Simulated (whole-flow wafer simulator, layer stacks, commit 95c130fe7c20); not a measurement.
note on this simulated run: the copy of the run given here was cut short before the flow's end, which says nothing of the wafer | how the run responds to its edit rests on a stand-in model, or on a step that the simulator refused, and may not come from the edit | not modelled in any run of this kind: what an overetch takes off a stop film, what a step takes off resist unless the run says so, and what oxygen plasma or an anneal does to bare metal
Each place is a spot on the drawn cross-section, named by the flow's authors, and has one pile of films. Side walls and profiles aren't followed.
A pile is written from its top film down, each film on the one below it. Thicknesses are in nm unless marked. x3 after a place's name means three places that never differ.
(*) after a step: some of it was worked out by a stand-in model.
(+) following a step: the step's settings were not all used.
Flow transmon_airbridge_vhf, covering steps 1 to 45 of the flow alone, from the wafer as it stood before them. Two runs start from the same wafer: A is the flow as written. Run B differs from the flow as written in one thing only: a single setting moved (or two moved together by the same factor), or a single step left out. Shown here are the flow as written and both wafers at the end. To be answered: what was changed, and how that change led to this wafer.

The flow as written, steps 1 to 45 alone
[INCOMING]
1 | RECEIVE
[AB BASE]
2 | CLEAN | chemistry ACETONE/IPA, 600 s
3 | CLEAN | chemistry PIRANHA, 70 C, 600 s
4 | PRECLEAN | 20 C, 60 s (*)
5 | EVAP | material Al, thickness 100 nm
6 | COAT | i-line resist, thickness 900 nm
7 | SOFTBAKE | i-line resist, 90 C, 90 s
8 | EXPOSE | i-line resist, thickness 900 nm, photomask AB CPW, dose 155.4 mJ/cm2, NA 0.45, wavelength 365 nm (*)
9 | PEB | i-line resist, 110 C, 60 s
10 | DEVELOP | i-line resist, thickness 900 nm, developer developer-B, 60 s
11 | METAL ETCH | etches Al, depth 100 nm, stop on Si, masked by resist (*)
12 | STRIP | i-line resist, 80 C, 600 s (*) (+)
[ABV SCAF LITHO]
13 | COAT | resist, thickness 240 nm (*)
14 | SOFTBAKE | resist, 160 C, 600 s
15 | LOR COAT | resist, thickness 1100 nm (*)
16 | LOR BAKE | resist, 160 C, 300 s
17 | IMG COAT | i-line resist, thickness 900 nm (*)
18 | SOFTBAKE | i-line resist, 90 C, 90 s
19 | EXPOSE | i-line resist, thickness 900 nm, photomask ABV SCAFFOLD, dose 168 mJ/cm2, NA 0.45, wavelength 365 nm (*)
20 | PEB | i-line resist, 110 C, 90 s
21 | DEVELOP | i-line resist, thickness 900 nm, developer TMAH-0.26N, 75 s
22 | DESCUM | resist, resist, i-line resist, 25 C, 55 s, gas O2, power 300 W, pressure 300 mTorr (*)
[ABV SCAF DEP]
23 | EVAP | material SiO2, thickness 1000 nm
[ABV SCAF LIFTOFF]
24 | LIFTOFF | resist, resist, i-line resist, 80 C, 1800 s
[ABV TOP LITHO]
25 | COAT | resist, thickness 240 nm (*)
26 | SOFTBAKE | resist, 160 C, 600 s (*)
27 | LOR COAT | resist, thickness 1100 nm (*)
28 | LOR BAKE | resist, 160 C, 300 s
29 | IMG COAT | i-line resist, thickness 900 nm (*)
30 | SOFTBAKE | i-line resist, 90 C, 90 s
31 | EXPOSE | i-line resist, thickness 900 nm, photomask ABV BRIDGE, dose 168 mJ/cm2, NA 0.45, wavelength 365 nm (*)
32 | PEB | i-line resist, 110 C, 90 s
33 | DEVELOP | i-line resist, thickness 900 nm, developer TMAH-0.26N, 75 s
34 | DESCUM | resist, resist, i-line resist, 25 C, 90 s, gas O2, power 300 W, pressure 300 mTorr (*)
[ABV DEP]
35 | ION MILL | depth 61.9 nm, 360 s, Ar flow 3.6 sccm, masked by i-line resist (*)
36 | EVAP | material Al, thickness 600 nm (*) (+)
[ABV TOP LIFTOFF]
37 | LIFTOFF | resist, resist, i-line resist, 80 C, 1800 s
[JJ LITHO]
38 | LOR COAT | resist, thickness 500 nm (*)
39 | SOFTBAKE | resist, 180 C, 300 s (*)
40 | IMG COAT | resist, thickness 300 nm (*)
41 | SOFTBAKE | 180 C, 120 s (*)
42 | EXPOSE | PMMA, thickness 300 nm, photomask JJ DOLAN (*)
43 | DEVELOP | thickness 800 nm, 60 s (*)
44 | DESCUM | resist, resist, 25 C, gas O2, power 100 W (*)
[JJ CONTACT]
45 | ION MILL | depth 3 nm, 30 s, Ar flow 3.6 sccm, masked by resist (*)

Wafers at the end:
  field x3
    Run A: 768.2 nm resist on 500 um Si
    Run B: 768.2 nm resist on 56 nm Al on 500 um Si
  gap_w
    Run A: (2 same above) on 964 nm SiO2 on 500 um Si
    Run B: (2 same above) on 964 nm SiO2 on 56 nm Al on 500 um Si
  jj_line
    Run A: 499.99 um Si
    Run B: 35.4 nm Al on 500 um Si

The reason: step 5, EVAP: thickness 156 nm was run, while the flow as written has thickness 100 nm.

The path from the change to this, step by step:
  5 | EVAP | material Al, thickness 100 nm
      field x3, jj_line, ground_far and 12 more: A +100 Al (new film) | B +156 Al (new film)
  11 | METAL ETCH | etches Al, depth 100 nm, stop on Si, masked by resist (*)
      field x3, jj_line, gap_w, gap_e: A -100 Al (all of it) | B -100 Al
  45 | ION MILL | depth 3 nm, 30 s, Ar flow 3.6 sccm, masked by resist (*)
      jj_line: A -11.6 Si | B -20.6 Al
Taking metal films that touch as one body, field x3 has 1 body; the flow as written gives 0 bodies.
Taking metal films that touch as one body, gap_w has 2 bodies (between them, from the top down: SiO2 964); the flow as written gives 1 body.
Taking metal films that touch as one body, jj_line has 1 body; the flow as written gives 0 bodies.
